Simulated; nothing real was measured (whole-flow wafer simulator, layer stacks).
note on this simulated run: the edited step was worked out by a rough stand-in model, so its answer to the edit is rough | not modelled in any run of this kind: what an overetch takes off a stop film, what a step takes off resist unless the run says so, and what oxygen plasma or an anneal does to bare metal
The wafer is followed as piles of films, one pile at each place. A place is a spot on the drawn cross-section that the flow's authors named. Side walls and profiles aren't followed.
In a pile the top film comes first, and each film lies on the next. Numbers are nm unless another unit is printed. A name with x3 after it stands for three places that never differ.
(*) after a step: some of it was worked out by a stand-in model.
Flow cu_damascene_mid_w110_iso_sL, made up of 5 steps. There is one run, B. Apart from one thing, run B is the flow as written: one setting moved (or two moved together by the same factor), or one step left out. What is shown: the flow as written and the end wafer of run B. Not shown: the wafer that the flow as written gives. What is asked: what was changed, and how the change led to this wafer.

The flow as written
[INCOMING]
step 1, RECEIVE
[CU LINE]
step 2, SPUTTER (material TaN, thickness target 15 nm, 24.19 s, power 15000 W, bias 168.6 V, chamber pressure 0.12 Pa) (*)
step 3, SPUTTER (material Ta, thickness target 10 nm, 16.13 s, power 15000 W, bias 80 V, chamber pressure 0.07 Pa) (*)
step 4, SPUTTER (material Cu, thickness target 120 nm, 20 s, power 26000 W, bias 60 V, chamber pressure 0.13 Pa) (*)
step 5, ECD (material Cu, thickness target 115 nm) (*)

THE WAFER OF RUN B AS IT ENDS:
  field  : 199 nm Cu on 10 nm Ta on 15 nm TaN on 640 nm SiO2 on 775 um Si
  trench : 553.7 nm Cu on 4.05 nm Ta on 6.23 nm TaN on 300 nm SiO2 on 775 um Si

The reason: step 4, SPUTTER: thickness target 84 nm was run, while the flow as written has thickness target 120 nm; step 4, SPUTTER: 14 s was run, where the flow has 20 s.

How this came from the change, step by step:
  step 4, SPUTTER (material Cu, thickness target 120 nm, 20 s, power 26000 W, bias 60 V, chamber pressure 0.13 Pa) (*)
      field: +84 Cu (new film) (it would be, as written: +120 Cu (new film))
      trench: +35 Cu (new film) (it would be, as written: +49.9 Cu (new film))
  step 5, ECD (material Cu, thickness target 115 nm) (*)
      trench: +518.8 Cu (it would be, as written: +539.8 Cu)
